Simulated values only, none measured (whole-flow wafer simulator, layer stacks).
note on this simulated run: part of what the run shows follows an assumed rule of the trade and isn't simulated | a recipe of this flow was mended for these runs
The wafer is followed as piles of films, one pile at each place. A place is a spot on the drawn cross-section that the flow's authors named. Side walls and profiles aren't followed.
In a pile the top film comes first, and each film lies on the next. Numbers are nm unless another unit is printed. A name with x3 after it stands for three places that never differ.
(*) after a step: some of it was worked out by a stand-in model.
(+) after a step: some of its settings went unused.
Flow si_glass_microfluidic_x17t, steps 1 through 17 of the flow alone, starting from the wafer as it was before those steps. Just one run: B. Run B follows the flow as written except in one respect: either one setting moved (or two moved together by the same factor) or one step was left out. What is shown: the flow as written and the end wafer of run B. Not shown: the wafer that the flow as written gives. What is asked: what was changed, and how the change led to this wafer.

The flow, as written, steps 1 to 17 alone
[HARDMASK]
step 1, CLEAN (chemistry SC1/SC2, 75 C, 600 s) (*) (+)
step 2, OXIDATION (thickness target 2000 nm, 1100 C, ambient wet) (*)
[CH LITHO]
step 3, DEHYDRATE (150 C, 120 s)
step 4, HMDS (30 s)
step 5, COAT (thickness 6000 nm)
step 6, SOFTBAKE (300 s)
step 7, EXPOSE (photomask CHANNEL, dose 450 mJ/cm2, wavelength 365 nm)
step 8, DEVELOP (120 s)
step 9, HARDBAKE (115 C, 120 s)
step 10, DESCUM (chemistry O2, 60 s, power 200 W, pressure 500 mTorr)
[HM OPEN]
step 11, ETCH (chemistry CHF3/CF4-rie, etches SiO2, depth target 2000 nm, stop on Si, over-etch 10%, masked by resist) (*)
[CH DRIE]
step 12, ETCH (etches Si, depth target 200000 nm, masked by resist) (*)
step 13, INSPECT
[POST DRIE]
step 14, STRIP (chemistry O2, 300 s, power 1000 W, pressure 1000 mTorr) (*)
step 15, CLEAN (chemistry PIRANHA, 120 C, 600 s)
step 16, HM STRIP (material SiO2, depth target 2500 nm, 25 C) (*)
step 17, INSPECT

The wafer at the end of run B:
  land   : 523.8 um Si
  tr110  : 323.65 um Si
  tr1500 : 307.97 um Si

Cause: step 2, OXIDATION: thickness target 2720 nm was run, while the flow as written has thickness target 2000 nm; step 11, ETCH: depth target 2720 nm was run, where the flow has depth target 2000 nm.

How this came from the change, step by step:
  step 2, OXIDATION (thickness target 2000 nm, 1100 C, ambient wet) (*)
      land, tr110, tr1500, tr15: +2720 SiO2 (new film), -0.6 chemical SiO2 (all of it), -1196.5 Si (in the flow as written it would be: +2000 SiO2 (new film), -0.6 chemical SiO2 (all of it), -879.7 Si)
  step 11, ETCH (chemistry CHF3/CF4-rie, etches SiO2, depth target 2000 nm, stop on Si, over-etch 10%, masked by resist) (*)
      tr110, tr1500, tr15: -2720 SiO2 (all of it), -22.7 Si (in the flow as written it would be: -2000 SiO2 (all of it), -16.7 Si)
      land: -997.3 thick-i-line-resist (in the flow as written it would be: -733.3 thick-i-line-resist)
  step 12, ETCH (etches Si, depth target 200000 nm, masked by resist) (*)
      tr1500: -215.8 um Si (in the flow as written it would be: -215.73 um Si)
      tr15: -149.83 um Si (in the flow as written it would be: -149.99 um Si)
  step 14, STRIP (chemistry O2, 300 s, power 1000 W, pressure 1000 mTorr) (*)
      land: -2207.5 thick-i-line-resist (all of it) (in the flow as written it would be: -2472.3 thick-i-line-resist (all of it))
  step 16, HM STRIP (material SiO2, depth target 2500 nm, 25 C) (*)
      land: -2720 SiO2 (all of it) (in the flow as written it would be: -2000 SiO2 (all of it))
